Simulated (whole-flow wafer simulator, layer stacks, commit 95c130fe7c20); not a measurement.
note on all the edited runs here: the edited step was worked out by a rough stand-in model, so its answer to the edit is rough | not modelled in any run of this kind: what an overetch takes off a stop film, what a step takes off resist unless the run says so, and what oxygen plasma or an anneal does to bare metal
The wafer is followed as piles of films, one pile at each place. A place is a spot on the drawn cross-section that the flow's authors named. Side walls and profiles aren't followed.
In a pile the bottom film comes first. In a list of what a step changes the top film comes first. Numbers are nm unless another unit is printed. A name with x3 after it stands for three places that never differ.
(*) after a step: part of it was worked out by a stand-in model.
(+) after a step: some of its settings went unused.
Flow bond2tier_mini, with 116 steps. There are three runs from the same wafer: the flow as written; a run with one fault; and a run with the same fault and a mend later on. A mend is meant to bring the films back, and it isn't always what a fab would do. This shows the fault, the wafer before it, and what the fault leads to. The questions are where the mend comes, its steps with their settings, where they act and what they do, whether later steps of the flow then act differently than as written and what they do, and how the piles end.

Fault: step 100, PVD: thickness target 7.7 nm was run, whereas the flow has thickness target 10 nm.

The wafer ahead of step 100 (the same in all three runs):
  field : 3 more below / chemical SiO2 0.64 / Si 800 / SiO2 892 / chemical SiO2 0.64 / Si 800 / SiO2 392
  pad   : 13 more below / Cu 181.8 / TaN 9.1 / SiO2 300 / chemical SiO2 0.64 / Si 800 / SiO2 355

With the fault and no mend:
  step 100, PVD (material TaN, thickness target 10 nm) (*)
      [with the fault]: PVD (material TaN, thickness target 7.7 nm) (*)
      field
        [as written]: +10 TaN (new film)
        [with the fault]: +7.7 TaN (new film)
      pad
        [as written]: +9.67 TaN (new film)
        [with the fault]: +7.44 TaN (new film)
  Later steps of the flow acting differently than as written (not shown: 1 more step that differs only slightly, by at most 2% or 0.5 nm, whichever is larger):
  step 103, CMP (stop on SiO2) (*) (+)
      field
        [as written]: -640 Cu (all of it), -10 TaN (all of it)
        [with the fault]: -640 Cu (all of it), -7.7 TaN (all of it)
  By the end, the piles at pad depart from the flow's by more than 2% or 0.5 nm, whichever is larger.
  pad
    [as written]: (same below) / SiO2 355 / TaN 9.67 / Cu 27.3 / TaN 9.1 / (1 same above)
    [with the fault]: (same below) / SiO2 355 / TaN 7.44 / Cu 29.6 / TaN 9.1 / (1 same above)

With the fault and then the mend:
  After step 100 comes the mend.
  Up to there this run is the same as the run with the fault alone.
  step 100a, PVD (material TaN, thickness target 2.3 nm) (*) (the flow's step 100 again, with other settings)
      field
        +2.3 TaN
      pad
        +2.22 TaN
  Later steps of the flow that are run all act as written at every place that is followed.
  The piles end the same as the flow's at every place that both follow.
